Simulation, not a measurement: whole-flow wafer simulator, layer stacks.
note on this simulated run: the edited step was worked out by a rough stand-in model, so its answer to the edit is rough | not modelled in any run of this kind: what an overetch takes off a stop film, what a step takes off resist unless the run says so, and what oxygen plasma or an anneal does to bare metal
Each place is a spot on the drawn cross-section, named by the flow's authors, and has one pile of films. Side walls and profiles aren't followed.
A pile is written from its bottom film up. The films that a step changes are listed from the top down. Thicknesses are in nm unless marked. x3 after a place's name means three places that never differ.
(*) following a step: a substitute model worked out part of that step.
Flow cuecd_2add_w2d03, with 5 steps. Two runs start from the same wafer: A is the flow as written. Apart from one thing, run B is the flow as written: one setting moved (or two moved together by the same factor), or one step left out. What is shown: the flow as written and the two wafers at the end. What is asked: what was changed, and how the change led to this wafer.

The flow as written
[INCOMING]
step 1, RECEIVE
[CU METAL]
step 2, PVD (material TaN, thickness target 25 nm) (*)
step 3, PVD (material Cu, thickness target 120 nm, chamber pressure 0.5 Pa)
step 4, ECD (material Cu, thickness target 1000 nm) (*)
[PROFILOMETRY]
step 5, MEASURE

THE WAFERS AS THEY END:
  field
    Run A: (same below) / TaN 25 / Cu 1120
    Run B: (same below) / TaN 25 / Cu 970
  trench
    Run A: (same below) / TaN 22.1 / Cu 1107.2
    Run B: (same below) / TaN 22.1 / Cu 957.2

What caused this: step 4, ECD: thickness target 850 nm was run, whereas the flow has thickness target 1000 nm.

Step by step, how the change led to this:
  step 4, ECD (material Cu, thickness target 1000 nm) (*)
      field, trench: A +1000 Cu | B +850 Cu
